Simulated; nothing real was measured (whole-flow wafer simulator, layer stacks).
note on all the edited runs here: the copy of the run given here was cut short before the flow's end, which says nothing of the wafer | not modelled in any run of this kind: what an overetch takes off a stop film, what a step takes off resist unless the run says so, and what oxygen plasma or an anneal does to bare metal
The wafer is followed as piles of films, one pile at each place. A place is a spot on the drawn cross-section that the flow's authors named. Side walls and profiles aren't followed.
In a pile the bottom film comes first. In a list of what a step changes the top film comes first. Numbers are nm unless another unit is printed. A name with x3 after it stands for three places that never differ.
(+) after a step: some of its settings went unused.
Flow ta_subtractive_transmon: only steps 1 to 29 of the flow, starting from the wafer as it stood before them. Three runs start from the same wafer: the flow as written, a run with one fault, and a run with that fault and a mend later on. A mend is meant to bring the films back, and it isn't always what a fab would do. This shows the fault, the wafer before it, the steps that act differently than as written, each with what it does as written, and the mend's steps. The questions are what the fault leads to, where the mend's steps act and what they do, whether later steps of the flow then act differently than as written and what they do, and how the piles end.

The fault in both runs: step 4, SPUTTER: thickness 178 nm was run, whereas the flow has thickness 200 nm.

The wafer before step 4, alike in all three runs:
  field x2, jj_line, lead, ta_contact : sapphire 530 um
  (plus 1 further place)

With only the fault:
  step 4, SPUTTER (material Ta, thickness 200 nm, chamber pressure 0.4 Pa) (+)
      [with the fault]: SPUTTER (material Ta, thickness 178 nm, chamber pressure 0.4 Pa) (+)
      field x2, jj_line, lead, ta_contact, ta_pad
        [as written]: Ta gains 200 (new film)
        [with the fault]: Ta gains 178 (new film)
  Later steps of the flow acting differently than as written (3 more steps, not shown, differ only slightly: by at most 2% or 0.5 nm, whichever is larger):
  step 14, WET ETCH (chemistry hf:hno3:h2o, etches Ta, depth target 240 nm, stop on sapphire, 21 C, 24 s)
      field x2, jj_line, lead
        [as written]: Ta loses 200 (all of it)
        [with the fault]: Ta loses 178 (all of it)
  At ta_contact, ta_pad, the piles at the end differ from the flow's by more than 2% or 0.5 nm, whichever is larger.
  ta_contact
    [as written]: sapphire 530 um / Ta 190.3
    [with the fault]: sapphire 530 um / Ta 168.3
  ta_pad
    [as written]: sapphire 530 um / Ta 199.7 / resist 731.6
    [with the fault]: sapphire 530 um / Ta 177.7 / resist 734.9

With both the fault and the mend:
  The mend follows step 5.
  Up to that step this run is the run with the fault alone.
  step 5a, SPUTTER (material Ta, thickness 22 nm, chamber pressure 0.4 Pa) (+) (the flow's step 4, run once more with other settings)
      field x2, jj_line, lead, ta_contact, ta_pad
        Ta gains 22
  Later steps of the flow that are run all act as written at every place that is followed.
  By the end, the piles equal the flow's at every place that both follow.
